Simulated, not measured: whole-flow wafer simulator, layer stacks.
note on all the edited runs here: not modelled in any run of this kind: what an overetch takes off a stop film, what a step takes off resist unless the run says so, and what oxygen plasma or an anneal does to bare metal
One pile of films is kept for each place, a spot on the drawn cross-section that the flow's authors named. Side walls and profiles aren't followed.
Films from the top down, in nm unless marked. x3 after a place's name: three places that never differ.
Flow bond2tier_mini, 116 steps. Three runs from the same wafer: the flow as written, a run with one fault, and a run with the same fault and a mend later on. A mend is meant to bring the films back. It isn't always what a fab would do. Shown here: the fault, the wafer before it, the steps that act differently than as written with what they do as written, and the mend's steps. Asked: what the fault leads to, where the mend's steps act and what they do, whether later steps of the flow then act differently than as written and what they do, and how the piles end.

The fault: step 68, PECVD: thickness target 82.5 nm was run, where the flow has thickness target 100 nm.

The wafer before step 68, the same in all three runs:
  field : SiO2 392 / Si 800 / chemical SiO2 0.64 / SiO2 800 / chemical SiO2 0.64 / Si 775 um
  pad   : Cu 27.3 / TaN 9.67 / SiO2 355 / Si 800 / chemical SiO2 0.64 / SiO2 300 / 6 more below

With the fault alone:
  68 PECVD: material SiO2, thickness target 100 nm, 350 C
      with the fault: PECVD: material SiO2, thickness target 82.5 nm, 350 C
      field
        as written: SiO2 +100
        with the fault: SiO2 +82.5
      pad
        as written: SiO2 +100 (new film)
        with the fault: SiO2 +82.5 (new film)
  Later steps of the flow that act differently than as written (2 more steps differ only slightly, by at most 2% or 0.5 nm, whichever is larger, and aren't shown):
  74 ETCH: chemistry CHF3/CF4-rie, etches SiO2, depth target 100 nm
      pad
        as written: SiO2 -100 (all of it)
        with the fault: SiO2 -82.5 (all of it), Cu -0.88
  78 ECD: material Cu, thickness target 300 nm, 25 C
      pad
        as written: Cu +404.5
        with the fault: Cu +387.1
  At the end the piles differ from the flow's by more than 2% or 0.5 nm, whichever is larger, at pad.
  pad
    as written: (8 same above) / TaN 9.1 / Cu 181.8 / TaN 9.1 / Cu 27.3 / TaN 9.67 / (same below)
    with the fault: (8 same above) / TaN 9.1 / Cu 165 / TaN 9.29 / Cu 26.5 / TaN 9.67 / (same below)

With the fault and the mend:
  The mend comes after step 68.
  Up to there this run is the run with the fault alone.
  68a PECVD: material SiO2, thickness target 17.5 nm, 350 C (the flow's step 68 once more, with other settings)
      field, pad
        SiO2 +17.5
  No later step of the flow acts differently than as written at any place that is followed.
  At the end the piles are the same as the flow's at every place that both follow.
